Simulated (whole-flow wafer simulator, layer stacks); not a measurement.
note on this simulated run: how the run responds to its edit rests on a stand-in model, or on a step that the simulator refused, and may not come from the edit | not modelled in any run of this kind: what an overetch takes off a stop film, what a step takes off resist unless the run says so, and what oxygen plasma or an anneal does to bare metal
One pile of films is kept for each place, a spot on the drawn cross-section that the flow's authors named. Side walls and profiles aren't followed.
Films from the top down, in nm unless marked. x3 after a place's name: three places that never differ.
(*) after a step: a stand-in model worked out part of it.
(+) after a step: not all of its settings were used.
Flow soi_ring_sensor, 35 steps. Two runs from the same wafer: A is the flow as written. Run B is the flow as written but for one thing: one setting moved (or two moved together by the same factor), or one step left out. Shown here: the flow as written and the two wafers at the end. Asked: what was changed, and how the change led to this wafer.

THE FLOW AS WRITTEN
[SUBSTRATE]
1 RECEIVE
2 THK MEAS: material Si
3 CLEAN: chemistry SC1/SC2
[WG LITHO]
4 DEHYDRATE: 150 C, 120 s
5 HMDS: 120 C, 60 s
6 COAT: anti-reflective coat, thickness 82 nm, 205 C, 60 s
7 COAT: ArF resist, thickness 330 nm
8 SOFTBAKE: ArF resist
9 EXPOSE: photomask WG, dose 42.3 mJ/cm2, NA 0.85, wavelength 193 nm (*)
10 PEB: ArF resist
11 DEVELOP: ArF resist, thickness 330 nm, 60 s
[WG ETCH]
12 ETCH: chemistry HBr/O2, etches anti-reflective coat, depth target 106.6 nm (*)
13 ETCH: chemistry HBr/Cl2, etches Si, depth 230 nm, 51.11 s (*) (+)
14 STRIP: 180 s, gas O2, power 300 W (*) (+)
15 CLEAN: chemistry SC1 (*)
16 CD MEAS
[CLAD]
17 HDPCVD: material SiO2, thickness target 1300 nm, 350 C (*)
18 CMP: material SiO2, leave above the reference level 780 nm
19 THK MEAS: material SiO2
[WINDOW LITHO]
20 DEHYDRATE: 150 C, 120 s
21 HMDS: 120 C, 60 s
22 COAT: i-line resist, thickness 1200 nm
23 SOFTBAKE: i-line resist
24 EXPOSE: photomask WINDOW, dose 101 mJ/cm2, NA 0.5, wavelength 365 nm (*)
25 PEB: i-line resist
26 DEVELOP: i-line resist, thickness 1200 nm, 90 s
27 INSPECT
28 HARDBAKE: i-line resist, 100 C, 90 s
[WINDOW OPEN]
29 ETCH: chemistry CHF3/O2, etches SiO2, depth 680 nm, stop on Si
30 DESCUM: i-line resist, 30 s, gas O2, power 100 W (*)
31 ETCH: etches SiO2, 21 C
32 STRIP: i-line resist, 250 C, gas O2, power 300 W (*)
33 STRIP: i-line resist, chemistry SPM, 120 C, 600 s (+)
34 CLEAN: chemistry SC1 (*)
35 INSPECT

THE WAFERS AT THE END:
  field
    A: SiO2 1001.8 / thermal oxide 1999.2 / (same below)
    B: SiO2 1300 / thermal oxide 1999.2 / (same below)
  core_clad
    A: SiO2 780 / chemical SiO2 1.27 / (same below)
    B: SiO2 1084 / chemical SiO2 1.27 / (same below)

The cause: step 18, CMP: leave above the reference level 1084 nm was run, where the flow has leave above the reference level 780 nm.
It can be read off the wafer: core_clad has SiO2 1084, and step 18 as written asks for 780 nm.

How the change led to this, step by step:
  18 CMP: material SiO2, leave above the reference level 780 nm
      gap, window, field, gap_clad: A SiO2 -298.2 | B nothing
      core, core_clad: A SiO2 -520 | B SiO2 -216
  31 ETCH: etches SiO2, 21 C
      core: A SiO2 -100 (all of it), chemical SiO2 -1.27 (all of it) | B SiO2 -404 (all of it), chemical SiO2 -1.27 (all of it)
